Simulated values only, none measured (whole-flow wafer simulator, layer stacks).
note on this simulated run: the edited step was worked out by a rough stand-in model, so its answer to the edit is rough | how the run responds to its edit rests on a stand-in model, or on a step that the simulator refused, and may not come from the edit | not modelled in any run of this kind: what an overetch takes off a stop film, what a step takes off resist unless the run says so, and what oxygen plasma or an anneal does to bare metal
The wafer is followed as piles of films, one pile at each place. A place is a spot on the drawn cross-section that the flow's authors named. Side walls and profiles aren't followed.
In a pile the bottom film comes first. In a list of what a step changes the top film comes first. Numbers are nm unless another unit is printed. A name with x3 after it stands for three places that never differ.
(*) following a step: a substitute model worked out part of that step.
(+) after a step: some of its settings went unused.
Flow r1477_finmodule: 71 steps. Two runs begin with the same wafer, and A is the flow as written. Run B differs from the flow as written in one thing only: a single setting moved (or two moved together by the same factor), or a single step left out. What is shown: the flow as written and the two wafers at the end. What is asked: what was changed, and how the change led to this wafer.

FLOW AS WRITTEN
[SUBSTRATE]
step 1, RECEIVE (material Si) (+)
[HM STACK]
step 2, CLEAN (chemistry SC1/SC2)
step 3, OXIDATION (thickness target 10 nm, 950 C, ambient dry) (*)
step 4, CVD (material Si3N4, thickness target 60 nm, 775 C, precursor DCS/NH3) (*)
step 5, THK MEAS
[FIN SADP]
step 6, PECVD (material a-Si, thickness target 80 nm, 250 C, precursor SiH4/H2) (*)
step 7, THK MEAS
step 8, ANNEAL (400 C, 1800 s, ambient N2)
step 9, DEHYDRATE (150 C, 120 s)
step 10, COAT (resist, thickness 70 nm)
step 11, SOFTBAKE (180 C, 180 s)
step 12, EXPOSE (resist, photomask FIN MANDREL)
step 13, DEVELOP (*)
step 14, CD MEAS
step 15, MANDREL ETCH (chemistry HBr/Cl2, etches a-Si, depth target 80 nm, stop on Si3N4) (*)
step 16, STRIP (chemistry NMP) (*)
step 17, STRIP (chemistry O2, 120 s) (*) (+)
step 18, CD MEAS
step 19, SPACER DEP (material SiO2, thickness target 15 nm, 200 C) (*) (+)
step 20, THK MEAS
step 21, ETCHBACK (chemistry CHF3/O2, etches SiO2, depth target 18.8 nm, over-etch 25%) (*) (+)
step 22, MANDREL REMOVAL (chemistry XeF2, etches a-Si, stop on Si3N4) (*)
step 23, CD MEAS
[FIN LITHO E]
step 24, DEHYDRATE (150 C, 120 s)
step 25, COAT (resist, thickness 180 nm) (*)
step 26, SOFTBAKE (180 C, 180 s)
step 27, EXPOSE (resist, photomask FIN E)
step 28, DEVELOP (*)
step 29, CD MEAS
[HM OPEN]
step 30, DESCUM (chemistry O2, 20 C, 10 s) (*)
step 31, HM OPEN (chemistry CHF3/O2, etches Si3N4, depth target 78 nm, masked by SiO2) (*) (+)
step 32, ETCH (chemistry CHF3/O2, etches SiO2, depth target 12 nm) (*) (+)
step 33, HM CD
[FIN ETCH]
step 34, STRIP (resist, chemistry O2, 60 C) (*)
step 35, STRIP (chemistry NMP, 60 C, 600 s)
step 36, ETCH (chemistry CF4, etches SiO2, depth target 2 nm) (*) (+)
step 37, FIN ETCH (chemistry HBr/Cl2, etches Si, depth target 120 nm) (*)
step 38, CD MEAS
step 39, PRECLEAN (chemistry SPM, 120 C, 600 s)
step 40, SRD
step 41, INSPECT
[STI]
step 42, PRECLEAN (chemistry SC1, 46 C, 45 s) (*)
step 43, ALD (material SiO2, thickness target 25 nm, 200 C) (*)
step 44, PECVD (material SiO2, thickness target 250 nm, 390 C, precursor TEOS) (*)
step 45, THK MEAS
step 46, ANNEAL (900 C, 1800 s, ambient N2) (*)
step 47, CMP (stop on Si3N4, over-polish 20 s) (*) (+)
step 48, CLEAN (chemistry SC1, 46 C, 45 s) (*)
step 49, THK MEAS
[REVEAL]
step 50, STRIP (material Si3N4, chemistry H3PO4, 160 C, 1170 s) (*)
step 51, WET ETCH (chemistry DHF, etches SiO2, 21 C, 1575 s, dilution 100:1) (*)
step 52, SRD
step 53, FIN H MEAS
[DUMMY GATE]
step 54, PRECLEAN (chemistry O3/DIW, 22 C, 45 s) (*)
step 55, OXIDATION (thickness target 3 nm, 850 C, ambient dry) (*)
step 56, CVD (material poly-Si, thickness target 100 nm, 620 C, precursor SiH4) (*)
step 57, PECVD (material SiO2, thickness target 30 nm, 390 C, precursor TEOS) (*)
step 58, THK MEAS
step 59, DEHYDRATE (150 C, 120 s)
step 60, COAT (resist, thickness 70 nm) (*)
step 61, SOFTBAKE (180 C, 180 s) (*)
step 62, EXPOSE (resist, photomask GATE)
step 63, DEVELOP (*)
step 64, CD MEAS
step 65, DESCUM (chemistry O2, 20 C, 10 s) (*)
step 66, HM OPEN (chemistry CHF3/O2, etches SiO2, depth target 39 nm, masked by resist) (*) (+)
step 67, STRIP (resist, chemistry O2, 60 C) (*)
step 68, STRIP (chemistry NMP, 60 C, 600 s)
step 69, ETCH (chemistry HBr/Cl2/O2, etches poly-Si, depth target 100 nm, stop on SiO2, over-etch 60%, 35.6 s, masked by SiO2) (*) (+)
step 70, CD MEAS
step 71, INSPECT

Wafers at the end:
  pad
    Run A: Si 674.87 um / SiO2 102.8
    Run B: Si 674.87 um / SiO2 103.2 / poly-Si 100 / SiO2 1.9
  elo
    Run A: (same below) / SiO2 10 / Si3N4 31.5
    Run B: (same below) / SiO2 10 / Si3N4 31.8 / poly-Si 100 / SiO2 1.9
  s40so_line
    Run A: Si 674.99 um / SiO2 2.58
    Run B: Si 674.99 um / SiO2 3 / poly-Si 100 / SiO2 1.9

Cause: step 57, PECVD: thickness target 46.2 nm was run, though the flow has thickness target 30 nm.

The path from the change to this, step by step:
  step 57, PECVD (material SiO2, thickness target 30 nm, 390 C, precursor TEOS) (*)
      pad, padg, elg and 33 more: A SiO2 gains 30 (new film) | B SiO2 gains 46.2 (new film)
  step 66, HM OPEN (chemistry CHF3/O2, etches SiO2, depth target 39 nm, masked by resist) (*) (+)
      pad, elo, eso and 15 more: A SiO2 loses 30 (all of it), poly-Si loses 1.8 | B SiO2 loses 39
  step 67, STRIP (resist, chemistry O2, 60 C) (*)
      pad, elo, eso and 15 more: A chemical SiO2 gains 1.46 (new film), poly-Si loses 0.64 | B nothing
  step 69, ETCH (chemistry HBr/Cl2/O2, etches poly-Si, depth target 100 nm, stop on SiO2, over-etch 60%, 35.6 s, masked by SiO2) (*) (+)
      pad, eso, e40so and 8 more: A chemical SiO2 loses 1.46 (all of it), poly-Si loses 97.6 (all of it), SiO2 loses 0.42 | B SiO2 loses 5.3
      elo, e40lo, e100lo, e200lo: A chemical SiO2 loses 1.46 (all of it), poly-Si loses 97.6 (all of it), Si3N4 loses 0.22 | B SiO2 loses 5.3
      (and at 3 other places as well)
